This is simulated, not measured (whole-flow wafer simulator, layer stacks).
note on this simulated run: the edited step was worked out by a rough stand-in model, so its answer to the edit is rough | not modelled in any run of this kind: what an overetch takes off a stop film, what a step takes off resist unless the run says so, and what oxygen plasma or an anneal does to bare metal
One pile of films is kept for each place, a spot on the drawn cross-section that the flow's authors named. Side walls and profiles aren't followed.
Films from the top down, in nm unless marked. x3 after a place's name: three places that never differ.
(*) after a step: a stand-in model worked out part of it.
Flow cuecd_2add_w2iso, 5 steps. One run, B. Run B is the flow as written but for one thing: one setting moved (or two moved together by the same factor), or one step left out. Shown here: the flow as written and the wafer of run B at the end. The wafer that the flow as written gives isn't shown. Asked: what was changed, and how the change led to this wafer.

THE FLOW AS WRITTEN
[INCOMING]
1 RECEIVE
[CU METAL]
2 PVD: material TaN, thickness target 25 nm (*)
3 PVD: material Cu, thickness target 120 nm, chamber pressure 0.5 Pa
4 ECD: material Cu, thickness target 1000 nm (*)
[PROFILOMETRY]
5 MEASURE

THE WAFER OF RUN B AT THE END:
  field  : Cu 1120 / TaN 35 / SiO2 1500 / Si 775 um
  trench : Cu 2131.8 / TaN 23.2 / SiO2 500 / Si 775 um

The cause: step 2, PVD: thickness target 35 nm was run, where the flow has thickness target 25 nm.
It can be read off the wafer: field has TaN 35, and step 2 as written asks for 25 nm.

How the change led to this, step by step:
  2 PVD: material TaN, thickness target 25 nm (*)
      field: TaN +35 (new film) (as written it would be: TaN +25 (new film))
      trench: TaN +23.2 (new film) (as written it would be: TaN +16.6 (new film))
